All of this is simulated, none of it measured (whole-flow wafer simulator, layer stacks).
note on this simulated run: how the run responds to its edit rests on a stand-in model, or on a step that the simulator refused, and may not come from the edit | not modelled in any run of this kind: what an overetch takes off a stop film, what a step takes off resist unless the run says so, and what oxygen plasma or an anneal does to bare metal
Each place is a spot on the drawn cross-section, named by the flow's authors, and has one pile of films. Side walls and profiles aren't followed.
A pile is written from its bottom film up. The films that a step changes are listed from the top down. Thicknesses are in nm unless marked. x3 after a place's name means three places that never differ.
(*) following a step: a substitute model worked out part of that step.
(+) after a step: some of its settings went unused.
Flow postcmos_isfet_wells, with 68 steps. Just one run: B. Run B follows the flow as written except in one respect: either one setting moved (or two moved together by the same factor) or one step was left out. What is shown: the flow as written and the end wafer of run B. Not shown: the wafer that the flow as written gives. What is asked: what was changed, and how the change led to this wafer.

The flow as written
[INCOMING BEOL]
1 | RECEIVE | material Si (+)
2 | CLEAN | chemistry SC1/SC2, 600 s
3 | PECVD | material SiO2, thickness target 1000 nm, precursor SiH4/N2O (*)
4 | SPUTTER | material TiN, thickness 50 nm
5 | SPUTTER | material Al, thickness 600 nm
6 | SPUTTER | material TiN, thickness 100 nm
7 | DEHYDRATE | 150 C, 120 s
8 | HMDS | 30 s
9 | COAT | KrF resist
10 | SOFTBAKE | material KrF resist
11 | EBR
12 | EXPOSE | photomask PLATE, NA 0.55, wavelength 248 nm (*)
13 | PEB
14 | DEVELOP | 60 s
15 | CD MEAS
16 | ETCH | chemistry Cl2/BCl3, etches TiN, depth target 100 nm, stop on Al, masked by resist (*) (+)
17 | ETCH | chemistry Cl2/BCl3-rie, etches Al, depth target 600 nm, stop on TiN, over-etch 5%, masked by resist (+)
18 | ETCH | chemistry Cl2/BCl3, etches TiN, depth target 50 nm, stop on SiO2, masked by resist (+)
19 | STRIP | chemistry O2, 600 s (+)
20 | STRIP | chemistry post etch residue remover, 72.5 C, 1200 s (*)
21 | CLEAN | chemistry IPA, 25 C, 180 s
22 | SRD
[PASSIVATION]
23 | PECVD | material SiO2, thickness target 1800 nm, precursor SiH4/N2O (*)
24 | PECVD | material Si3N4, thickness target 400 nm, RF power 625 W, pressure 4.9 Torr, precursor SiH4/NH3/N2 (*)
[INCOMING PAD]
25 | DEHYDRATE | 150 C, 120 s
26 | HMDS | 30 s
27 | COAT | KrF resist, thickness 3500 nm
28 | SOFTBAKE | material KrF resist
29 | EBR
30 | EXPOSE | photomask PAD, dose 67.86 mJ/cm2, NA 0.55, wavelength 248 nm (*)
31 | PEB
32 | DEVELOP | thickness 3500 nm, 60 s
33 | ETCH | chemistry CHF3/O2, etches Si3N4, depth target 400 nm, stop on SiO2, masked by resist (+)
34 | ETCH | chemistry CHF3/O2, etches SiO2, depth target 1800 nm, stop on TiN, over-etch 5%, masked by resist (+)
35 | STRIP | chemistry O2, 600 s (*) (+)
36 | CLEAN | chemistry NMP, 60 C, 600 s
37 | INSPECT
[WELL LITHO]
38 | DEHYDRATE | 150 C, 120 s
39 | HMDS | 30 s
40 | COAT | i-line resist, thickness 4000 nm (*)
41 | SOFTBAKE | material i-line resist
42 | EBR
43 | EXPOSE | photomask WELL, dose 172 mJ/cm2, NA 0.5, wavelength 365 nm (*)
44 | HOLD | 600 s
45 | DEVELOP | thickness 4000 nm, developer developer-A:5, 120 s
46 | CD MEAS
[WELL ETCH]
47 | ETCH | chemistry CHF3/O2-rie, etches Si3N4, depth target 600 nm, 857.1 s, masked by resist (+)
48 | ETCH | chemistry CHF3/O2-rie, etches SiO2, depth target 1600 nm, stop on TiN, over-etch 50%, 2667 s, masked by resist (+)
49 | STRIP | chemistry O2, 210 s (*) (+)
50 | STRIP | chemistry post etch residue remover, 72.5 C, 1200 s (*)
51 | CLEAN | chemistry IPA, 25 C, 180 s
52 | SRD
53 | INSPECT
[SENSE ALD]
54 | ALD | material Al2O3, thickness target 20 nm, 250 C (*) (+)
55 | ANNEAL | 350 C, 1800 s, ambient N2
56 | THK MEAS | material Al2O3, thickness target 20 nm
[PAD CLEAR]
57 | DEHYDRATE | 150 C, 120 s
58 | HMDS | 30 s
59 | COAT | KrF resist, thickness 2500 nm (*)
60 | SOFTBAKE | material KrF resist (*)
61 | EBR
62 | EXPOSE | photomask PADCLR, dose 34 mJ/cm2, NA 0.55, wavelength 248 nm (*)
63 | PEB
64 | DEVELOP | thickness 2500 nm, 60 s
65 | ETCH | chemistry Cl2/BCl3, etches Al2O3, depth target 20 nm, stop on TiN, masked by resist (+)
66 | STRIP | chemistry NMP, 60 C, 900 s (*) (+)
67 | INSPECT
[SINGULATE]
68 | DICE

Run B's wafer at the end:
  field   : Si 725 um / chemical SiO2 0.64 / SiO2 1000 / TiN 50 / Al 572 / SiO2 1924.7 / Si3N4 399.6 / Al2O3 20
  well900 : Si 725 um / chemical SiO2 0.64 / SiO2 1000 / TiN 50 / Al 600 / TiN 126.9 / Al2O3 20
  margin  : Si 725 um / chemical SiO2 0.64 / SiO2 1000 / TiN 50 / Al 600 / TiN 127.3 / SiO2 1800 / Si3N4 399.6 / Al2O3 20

Cause: step 6, SPUTTER: thickness 127.7 nm was run, whereas the flow has thickness 100 nm.

The path from the change to this, step by step:
  6 | SPUTTER | material TiN, thickness 100 nm
      field, margin, well900 and 6 more: TiN gains 127.7 (new film) (it would be, as written: TiN gains 100 (new film))
  16 | ETCH | chemistry Cl2/BCl3, etches TiN, depth target 100 nm, stop on Al, masked by resist (*) (+)
      field: TiN loses 100 (it would be, as written: TiN loses 100 (all of it))
  17 | ETCH | chemistry Cl2/BCl3-rie, etches Al, depth target 600 nm, stop on TiN, over-etch 5%, masked by resist (+)
      field: nothing (it would be, as written: Al loses 600 (all of it))
  18 | ETCH | chemistry Cl2/BCl3, etches TiN, depth target 50 nm, stop on SiO2, masked by resist (+)
      field: TiN loses 27.7 (all of it), Al loses 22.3 (it would be, as written: TiN loses 50 (all of it))
  20 | STRIP | chemistry post etch residue remover, 72.5 C, 1200 s (*)
      field: Al loses 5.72 (it would be, as written: nothing)
  23 | PECVD | material SiO2, thickness target 1800 nm, precursor SiH4/N2O (*)
      field: SiO2 gains 1924.7 (new film) (it would be, as written: SiO2 gains 1800 (new film), void gains 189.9 (new film), SiO2 gains 559.7)
If metal films that touch count as one body, field has 1 body; the flow as written gives 0 bodies.
